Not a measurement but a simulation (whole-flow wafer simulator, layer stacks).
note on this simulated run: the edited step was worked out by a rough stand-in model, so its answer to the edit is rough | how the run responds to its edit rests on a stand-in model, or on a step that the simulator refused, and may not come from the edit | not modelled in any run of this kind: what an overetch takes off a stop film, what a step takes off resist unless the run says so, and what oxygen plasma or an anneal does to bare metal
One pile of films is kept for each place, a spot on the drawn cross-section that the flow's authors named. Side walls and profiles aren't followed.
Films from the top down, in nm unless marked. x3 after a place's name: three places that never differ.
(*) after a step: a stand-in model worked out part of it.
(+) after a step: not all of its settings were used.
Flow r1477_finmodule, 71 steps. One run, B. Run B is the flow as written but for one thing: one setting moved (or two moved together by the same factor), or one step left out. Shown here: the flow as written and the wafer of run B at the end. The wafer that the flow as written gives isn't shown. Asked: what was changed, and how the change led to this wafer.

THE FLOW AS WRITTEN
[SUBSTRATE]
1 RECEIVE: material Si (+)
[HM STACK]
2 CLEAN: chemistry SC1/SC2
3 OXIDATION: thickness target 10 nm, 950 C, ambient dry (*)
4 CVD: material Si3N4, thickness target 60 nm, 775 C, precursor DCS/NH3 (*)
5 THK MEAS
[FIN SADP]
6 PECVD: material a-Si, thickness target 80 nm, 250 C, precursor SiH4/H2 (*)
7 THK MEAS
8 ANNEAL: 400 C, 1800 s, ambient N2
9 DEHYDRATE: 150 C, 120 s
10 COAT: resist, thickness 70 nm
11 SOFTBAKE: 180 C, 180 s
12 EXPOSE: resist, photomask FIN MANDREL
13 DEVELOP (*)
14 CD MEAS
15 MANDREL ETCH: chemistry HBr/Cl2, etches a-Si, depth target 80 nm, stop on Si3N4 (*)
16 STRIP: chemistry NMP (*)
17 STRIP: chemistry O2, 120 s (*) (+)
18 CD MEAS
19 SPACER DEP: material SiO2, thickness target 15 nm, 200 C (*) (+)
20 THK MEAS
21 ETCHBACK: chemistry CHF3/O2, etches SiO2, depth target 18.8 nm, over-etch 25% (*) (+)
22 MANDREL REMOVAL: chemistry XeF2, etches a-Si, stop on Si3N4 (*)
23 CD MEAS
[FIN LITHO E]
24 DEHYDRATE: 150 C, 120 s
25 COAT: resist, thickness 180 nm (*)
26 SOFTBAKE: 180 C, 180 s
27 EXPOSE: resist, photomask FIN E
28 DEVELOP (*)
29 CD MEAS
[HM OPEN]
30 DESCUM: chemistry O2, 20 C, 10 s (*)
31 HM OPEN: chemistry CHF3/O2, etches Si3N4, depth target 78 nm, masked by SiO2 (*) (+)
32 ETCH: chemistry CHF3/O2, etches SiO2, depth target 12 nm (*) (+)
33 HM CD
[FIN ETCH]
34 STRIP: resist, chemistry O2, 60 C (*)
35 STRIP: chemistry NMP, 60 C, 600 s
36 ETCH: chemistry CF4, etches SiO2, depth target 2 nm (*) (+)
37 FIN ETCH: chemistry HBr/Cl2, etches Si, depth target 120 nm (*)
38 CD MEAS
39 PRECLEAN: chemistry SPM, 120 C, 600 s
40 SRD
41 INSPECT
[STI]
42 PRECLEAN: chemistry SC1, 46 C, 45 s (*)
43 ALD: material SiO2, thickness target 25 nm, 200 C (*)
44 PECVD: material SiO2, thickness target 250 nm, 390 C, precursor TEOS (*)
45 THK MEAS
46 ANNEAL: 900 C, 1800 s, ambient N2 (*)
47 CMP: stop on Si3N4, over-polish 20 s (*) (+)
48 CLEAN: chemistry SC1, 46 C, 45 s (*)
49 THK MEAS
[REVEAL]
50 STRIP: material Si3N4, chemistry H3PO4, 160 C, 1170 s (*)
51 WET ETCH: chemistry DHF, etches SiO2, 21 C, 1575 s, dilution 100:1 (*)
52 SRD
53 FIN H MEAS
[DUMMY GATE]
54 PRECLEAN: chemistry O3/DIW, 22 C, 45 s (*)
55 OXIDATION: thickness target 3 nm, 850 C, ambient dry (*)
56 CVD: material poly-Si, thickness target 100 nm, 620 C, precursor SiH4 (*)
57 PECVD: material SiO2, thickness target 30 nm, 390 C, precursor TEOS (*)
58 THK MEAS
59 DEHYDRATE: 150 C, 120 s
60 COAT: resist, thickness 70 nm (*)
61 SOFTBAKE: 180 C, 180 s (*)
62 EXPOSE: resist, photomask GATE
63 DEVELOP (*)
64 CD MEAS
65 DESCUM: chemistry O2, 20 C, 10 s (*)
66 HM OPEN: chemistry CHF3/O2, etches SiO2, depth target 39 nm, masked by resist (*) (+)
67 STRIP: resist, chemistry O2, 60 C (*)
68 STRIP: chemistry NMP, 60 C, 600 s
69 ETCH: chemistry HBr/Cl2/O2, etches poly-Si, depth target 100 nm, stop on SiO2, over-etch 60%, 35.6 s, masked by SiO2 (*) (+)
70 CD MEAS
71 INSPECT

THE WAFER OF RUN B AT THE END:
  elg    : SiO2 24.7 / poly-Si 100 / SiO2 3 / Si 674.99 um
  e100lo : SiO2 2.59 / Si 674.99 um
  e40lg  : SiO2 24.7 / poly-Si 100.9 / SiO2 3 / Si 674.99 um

The cause: step 4, CVD: thickness target 87 nm was run, where the flow has thickness target 60 nm.

How the change led to this, step by step:
  4 CVD: material Si3N4, thickness target 60 nm, 775 C, precursor DCS/NH3 (*)
      pad, padg, elg and 33 more: Si3N4 +87 (new film) (as written it would be: Si3N4 +60 (new film))
  31 HM OPEN: chemistry CHF3/O2, etches Si3N4, depth target 78 nm, masked by SiO2 (*) (+)
      pad, padg, esg and 13 more: Si3N4 -78 (as written it would be: Si3N4 -56.4 (all of it), SiO2 -10 (all of it))
      s40cg, s45cg, s50cg, s40co, s45co, s50co: Si3N4 -78 (as written it would be: Si3N4 -60 (all of it), SiO2 -9)
  32 ETCH: chemistry CHF3/O2, etches SiO2, depth target 12 nm (*) (+)
      pad, padg, e40sg and 11 more: Si3N4 -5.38 (all of it), SiO2 -6.35 (as written it would be: Si -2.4)
      esg, eso: Si3N4 -5.38 (all of it), SiO2 -6.35 (as written it would be: Si -1.77)
      (and at 6 more places)
  34 STRIP: resist, chemistry O2, 60 C (*)
      pad, padg, esg and 19 more: nothing (as written it would be: chemical SiO2 +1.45 (new film), Si -0.64)
  36 ETCH: chemistry CF4, etches SiO2, depth target 2 nm (*) (+)
      pad, padg, esg and 19 more: SiO2 -2 (as written it would be: chemical SiO2 -1.45 (all of it), Si -0.46)
  37 FIN ETCH: chemistry HBr/Cl2, etches Si, depth target 120 nm (*)
      pad, padg, esg and 19 more: nothing (as written it would be: Si -120)
      elg, e40lg, e100lg, e200lg, elo, e40lo, e100lo, e200lo: nothing (as written it would be: Si3N4 -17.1)
      (and at 6 more places)
  39 PRECLEAN: chemistry SPM, 120 C, 600 s
      pad, padg, esg and 19 more: nothing (as written it would be: chemical SiO2 +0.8 (new film), Si -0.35)
  43 ALD: material SiO2, thickness target 25 nm, 200 C (*)
      pad, padg, e40sg and 12 more: SiO2 +25 (as written it would be: SiO2 +25 (new film))
      s40cg, s40co: SiO2 +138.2 (as written it would be: SiO2 +232.1 (new film))
      (and at 5 more places)
  47 CMP: stop on Si3N4, over-polish 20 s (*) (+)
      elg, e40lg, e100lg, e200lg, elo, e40lo, e100lo, e200lo: SiO2 -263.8 (all of it), Si3N4 -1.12 (as written it would be: SiO2 -241.6)
      pad, padg, e40sg and 11 more: SiO2 -175.6 (as written it would be: SiO2 -71.8)
      (and at 14 more places)
  50 STRIP: material Si3N4, chemistry H3PO4, 160 C, 1170 s (*)
      elg, e40lg, e100lg, e200lg, elo, e40lo, e100lo, e200lo: Si3N4 -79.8 (all of it), SiO2 -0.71 (as written it would be: SiO2 -4.28)
      s40sg_line, s45sg_line, s50sg_line, s40so_line, s45so_line, s50so_line: Si3N4 -79.8 (all of it), SiO2 -0.71 (as written it would be: Si3N4 -58.9 (all of it), SiO2 -1.37)
  51 WET ETCH: chemistry DHF, etches SiO2, 21 C, 1575 s, dilution 100:1 (*)
      elg, e40lg, e100lg, e200lg, elo, e40lo, e100lo, e200lo: SiO2 -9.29 (all of it) (as written it would be: SiO2 -17.8 (all of it), Si3N4 -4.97)
      pad, padg, e40sg and 11 more: SiO2 -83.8 (as written it would be: SiO2 -85.7)
      (and at 7 more places)
  54 PRECLEAN: chemistry O3/DIW, 22 C, 45 s (*)
      elg, e40lg, e100lg, e200lg, elo, e40lo, e100lo, e200lo: chemical SiO2 +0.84 (new film), Si -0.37 (as written it would be: nothing)
  55 OXIDATION: thickness target 3 nm, 850 C, ambient dry (*)
      pad, padg, e40sg and 12 more: SiO2 +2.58, Si -1.14 (as written it would be: SiO2 +1.21, chemical SiO2 -0.74 (all of it), Si -0.21)
      elg, e40lg, e100lg, e200lg, elo, e40lo, e100lo, e200lo: SiO2 +3 (new film), chemical SiO2 -0.84 (all of it), Si -0.95 (as written it would be: nothing)
      (and at 7 more places)
  56 CVD: material poly-Si, thickness target 100 nm, 620 C, precursor SiH4 (*)
      s40cg, s40co: poly-Si +100 (new film) (as written it would be: poly-Si +113.9 (new film))
      s45cg, s45co: poly-Si +100 (new film) (as written it would be: poly-Si +113.4 (new film))
      (and at 3 more places)
  60 COAT: resist, thickness 70 nm (*)
      e40lg, e40lo: resist +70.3 (new film) (as written it would be: resist +66.9 (new film))
      e40sg, e40so: resist +69.7 (new film) (as written it would be: resist +129.5 (new film))
      (and at 29 more places)
  63 DEVELOP (*)
      elo: resist -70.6 (all of it) (as written it would be: resist -66.9 (all of it))
      eso: resist -69.5 (all of it) (as written it would be: resist -129.5 (all of it))
      (and at 15 more places)
  ... 1 more step ...
  69 ETCH: chemistry HBr/Cl2/O2, etches poly-Si, depth target 100 nm, stop on SiO2, over-etch 60%, 35.6 s, masked by SiO2 (*) (+)
      s40co: chemical SiO2 -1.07 (all of it), poly-Si -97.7 (all of it), SiO2 -0.41 (as written it would be: chemical SiO2 -1.46 (all of it), poly-Si -111.5 (all of it), SiO2 -0.24)
      s45co: chemical SiO2 -1.07 (all of it), poly-Si -97.7 (all of it), SiO2 -0.41 (as written it would be: chemical SiO2 -1.46 (all of it), poly-Si -110.9 (all of it), SiO2 -0.25)
      (and at 1 more place)
